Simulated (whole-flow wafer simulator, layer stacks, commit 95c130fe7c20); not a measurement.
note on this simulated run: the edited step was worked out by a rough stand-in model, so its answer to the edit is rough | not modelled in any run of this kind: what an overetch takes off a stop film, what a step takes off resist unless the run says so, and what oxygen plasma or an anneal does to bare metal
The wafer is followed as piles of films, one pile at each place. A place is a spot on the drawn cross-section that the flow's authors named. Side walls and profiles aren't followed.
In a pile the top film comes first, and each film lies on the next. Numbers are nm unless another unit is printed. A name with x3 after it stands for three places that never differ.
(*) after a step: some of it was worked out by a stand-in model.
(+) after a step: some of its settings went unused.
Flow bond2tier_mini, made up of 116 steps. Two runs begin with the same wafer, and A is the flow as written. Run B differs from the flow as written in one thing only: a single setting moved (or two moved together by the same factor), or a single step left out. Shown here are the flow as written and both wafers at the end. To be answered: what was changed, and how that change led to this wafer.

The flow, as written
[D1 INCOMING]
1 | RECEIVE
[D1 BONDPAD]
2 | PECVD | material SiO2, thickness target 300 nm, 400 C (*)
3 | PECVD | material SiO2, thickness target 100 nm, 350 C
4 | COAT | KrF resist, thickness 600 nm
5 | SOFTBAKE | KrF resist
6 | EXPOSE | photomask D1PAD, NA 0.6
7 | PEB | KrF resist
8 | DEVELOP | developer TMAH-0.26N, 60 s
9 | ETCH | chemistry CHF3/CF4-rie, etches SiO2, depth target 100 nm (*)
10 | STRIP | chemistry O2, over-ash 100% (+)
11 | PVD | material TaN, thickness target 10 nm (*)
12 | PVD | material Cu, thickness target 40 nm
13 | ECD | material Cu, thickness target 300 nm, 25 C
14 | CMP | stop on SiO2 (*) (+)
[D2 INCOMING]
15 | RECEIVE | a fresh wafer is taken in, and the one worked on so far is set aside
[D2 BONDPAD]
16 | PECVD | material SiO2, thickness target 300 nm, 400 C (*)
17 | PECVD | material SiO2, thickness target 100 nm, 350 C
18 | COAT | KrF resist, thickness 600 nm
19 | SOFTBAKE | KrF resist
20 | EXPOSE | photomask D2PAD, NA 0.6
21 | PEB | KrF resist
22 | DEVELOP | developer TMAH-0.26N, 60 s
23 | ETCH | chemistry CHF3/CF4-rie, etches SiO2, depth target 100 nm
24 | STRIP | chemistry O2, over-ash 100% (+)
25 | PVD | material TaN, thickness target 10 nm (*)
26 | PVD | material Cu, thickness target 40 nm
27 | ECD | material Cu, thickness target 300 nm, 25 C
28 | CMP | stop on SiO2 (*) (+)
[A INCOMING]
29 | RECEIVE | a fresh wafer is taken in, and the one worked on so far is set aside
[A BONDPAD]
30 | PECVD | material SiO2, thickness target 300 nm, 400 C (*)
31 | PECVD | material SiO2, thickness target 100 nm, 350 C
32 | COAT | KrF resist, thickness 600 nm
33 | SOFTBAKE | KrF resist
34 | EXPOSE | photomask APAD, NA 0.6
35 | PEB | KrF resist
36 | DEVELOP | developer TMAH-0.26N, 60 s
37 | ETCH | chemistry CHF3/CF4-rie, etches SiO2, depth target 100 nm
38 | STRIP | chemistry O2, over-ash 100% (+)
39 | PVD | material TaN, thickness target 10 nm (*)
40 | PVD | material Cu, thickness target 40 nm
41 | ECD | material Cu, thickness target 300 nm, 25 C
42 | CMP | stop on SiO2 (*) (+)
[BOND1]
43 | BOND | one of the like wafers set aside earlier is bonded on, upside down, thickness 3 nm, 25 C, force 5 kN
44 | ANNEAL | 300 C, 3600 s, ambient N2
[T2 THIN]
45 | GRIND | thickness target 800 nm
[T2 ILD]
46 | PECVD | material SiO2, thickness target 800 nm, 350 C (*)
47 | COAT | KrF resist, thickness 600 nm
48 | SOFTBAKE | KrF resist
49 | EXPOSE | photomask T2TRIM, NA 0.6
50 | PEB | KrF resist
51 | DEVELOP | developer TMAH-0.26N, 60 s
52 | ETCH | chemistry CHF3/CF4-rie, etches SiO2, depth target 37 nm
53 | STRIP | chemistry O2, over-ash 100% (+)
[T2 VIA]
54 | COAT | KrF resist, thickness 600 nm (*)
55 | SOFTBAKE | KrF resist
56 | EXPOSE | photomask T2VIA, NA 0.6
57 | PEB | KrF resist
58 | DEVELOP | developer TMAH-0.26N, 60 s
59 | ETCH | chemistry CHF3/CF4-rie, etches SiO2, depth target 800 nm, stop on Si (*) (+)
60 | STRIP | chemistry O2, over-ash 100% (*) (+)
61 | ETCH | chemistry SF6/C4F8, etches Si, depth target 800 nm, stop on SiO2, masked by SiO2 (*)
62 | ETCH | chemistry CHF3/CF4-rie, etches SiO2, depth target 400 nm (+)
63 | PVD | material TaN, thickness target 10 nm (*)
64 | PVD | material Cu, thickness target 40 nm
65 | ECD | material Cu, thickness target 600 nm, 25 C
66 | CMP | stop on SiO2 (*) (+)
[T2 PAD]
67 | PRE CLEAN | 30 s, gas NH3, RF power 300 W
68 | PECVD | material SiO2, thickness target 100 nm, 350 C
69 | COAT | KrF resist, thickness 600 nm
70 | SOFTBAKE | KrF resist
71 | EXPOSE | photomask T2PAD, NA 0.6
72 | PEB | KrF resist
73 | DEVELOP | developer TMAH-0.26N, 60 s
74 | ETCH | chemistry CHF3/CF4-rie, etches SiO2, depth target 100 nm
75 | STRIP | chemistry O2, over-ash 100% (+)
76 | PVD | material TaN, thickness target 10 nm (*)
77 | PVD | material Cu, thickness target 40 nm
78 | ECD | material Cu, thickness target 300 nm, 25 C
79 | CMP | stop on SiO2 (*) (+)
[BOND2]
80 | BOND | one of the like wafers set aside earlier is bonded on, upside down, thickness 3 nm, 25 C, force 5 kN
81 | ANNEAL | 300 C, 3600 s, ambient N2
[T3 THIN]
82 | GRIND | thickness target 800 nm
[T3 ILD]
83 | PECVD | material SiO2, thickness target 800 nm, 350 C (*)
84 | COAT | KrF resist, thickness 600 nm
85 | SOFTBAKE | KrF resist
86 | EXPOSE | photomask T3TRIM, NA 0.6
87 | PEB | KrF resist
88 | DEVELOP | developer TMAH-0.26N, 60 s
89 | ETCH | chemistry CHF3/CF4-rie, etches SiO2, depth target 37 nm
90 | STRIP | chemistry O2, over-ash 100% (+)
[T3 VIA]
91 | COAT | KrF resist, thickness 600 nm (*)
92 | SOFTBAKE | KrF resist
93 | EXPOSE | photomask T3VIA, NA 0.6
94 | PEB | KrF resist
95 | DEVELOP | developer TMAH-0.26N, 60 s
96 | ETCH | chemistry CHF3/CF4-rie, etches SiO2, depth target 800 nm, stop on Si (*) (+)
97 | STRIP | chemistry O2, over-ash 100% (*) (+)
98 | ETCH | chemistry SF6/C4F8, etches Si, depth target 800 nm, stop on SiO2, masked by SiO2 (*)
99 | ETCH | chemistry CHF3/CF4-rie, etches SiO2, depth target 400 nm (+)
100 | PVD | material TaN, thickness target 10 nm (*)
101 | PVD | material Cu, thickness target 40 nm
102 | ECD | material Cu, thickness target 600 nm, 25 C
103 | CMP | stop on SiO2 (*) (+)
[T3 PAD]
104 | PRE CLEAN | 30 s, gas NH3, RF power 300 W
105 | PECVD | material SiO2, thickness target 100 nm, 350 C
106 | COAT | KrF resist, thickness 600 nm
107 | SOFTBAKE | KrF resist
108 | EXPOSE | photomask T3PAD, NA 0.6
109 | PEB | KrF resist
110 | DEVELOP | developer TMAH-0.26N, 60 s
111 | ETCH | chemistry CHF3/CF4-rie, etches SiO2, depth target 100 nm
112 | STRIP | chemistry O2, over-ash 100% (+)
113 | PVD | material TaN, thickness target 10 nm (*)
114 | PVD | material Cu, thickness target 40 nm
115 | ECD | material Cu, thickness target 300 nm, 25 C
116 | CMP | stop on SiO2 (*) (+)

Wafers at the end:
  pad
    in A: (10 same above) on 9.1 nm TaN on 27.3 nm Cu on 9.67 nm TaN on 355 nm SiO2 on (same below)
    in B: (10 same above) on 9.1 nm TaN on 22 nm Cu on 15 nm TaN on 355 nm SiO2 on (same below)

What caused this: step 63, PVD: thickness target 15.5 nm was run, whereas the flow has thickness target 10 nm.

The path from the change to this, step by step:
  63 | PVD | material TaN, thickness target 10 nm (*)
      field: A TaN gains 10 (new film) | B TaN gains 15.5 (new film)
      pad: A TaN gains 9.67 (new film) | B TaN gains 15 (new film)
  66 | CMP | stop on SiO2 (*) (+)
      field: A Cu loses 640 (all of it), TaN loses 10 (all of it) | B Cu loses 640 (all of it), TaN loses 15.5 (all of it)
